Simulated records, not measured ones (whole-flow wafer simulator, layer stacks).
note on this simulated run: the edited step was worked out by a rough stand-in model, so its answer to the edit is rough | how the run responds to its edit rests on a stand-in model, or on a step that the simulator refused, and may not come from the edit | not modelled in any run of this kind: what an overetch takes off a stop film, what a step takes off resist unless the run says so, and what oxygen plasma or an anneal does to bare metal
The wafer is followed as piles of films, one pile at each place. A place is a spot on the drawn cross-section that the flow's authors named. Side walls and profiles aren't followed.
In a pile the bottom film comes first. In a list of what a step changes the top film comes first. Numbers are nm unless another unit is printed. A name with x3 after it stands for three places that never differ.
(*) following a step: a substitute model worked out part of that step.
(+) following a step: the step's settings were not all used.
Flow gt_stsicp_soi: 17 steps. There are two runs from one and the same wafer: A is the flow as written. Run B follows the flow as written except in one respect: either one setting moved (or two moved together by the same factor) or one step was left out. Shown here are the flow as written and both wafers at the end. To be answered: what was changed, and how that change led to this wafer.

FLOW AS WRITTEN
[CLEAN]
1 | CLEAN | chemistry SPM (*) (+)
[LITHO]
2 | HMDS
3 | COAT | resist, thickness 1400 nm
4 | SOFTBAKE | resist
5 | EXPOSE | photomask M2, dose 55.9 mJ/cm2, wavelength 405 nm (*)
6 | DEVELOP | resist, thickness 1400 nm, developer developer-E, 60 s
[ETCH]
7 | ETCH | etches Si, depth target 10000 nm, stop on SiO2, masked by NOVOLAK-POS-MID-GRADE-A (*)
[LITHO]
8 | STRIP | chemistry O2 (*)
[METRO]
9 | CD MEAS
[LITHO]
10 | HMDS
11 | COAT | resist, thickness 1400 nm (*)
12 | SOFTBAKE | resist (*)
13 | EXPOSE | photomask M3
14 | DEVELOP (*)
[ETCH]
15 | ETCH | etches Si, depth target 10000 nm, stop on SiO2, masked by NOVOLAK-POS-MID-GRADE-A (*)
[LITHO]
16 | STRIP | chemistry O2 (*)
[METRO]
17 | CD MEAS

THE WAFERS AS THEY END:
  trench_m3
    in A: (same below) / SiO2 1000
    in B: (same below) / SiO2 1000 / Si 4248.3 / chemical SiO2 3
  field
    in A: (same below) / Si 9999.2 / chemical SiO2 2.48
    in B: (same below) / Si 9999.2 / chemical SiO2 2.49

Cause: step 15, ETCH: depth target 5750 nm was run, while the flow as written has depth target 10000 nm.

How this came from the change, step by step:
  15 | ETCH | etches Si, depth target 10000 nm, stop on SiO2, masked by NOVOLAK-POS-MID-GRADE-A (*)
      trench_m3: A -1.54 chemical SiO2 (all of it), -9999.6 Si (all of it) | B -1.54 chemical SiO2 (all of it), -5750 Si
      field, trench_m2: A -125 resist | B -71.9 resist
  16 | STRIP | chemistry O2 (*)
      trench_m3: A nothing | B +3 chemical SiO2 (new film), -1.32 Si
      field: A -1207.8 resist (all of it), +0.94 chemical SiO2, -0.41 Si | B -1260.9 resist (all of it), +0.94 chemical SiO2, -0.42 Si
